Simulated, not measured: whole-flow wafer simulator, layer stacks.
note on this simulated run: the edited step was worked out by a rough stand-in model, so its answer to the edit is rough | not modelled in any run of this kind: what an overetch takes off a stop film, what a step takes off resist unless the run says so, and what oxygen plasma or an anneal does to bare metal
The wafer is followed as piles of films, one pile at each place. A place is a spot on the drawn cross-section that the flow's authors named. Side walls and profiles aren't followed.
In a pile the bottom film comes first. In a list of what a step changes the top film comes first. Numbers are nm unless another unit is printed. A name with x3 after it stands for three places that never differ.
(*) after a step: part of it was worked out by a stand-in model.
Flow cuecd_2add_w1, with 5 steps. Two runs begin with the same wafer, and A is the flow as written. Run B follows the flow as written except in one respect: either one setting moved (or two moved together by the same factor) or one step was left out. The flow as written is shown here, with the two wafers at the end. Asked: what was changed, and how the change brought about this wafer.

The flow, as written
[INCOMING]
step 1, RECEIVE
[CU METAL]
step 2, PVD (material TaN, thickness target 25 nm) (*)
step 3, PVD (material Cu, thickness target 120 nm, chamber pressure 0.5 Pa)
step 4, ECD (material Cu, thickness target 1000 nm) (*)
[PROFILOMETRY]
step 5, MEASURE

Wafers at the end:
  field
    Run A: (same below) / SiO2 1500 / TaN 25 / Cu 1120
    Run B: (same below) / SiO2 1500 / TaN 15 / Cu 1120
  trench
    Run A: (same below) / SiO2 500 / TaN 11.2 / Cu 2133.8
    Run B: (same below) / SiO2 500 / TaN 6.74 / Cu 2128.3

Cause: step 2, PVD: thickness target 15 nm was run, though the flow has thickness target 25 nm.
The wafer lets one read it off: field has TaN 15, and step 2 as written asks for 25 nm.

Step by step, how the change led to this:
  step 2, PVD (material TaN, thickness target 25 nm) (*)
      field: A +25 TaN (new film) | B +15 TaN (new film)
      trench: A +11.2 TaN (new film) | B +6.74 TaN (new film)
